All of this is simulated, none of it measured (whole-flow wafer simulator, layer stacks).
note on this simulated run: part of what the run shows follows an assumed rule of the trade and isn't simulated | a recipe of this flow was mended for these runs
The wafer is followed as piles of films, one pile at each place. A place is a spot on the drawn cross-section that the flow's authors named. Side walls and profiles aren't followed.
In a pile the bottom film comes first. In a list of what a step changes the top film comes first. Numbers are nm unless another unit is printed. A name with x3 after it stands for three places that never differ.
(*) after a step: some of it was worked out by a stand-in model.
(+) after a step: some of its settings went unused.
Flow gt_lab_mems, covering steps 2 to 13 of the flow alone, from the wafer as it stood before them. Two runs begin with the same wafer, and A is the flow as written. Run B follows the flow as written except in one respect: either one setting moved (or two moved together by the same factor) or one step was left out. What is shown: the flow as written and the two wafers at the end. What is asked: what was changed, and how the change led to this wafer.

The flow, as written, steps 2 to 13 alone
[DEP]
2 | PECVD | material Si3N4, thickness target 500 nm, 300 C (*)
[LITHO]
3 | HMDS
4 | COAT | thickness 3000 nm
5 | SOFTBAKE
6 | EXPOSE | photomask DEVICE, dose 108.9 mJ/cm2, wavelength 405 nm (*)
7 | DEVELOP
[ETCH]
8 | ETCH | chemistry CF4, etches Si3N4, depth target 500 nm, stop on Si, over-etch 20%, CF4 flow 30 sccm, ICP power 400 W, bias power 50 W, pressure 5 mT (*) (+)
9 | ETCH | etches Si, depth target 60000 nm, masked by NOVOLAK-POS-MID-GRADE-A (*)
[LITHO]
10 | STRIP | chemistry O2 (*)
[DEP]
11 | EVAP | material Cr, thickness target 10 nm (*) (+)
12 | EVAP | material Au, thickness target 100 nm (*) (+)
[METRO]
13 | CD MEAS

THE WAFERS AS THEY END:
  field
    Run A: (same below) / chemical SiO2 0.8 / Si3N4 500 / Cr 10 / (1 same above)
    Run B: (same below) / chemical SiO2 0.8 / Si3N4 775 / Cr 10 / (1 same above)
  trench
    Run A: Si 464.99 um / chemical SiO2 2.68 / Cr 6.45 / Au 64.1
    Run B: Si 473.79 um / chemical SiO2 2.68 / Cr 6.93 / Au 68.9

What caused this: step 2, PECVD: thickness target 775 nm was run, though the flow has thickness target 500 nm.
The wafer itself shows it: field has Si3N4 775, and step 2 as written asks for 500 nm.

The path from the change to this, step by step:
  2 | PECVD | material Si3N4, thickness target 500 nm, 300 C (*)
      field, trench: A +500 Si3N4 (new film) | B +775 Si3N4 (new film)
  8 | ETCH | chemistry CF4, etches Si3N4, depth target 500 nm, stop on Si, over-etch 20%, CF4 flow 30 sccm, ICP power 400 W, bias power 50 W, pressure 5 mT (*) (+)
      trench: A -500 Si3N4 (all of it), -0.8 chemical SiO2 (all of it), -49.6 Si | B -600 Si3N4
  9 | ETCH | etches Si, depth target 60000 nm, masked by NOVOLAK-POS-MID-GRADE-A (*)
      trench: A -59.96 um Si | B -175 Si3N4 (all of it), -0.8 chemical SiO2 (all of it), -51.21 um Si
  12 | EVAP | material Au, thickness target 100 nm (*) (+)
      trench: A +64.1 Au (new film) | B +68.9 Au (new film)
